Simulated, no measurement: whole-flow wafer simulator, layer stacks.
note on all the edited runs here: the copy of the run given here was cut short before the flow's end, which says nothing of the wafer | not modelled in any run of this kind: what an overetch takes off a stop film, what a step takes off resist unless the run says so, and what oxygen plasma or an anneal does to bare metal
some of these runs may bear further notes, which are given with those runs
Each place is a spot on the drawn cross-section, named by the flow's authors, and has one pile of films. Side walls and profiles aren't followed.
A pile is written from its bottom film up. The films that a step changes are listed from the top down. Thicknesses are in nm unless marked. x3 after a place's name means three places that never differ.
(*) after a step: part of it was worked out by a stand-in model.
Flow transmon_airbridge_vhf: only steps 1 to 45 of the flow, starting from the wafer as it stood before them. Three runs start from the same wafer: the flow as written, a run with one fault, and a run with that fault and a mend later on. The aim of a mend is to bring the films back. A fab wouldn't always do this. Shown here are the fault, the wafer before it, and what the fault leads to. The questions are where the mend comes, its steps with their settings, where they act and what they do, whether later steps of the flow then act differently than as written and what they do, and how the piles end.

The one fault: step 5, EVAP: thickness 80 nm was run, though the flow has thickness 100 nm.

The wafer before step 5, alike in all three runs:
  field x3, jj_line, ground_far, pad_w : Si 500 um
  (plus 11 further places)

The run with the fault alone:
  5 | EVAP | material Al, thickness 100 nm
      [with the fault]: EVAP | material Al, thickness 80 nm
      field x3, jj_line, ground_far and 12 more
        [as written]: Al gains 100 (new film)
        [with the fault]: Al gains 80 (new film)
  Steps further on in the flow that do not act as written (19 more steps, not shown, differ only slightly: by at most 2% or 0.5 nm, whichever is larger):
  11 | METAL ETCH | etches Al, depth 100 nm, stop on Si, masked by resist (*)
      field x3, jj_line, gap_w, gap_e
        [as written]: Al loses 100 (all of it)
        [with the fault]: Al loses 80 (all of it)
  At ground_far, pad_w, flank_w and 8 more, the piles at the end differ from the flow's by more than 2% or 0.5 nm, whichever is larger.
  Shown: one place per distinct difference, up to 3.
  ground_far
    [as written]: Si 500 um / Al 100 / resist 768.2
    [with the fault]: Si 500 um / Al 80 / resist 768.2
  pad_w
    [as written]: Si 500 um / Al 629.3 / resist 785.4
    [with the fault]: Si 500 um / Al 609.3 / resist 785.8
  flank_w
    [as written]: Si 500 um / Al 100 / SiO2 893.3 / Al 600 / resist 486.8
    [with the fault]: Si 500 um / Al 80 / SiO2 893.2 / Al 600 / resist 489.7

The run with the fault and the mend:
  The mend follows step 5.
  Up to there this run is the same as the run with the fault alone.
  5a | EVAP | material Al, thickness 20 nm (a further turn of the flow's step 5, with different settings)
      field x3, jj_line, ground_far and 12 more
        Al gains 20
  Every later step of the flow that is run acts as written at every place that is followed.
  At every place that both follow, the piles at the end match the flow's.
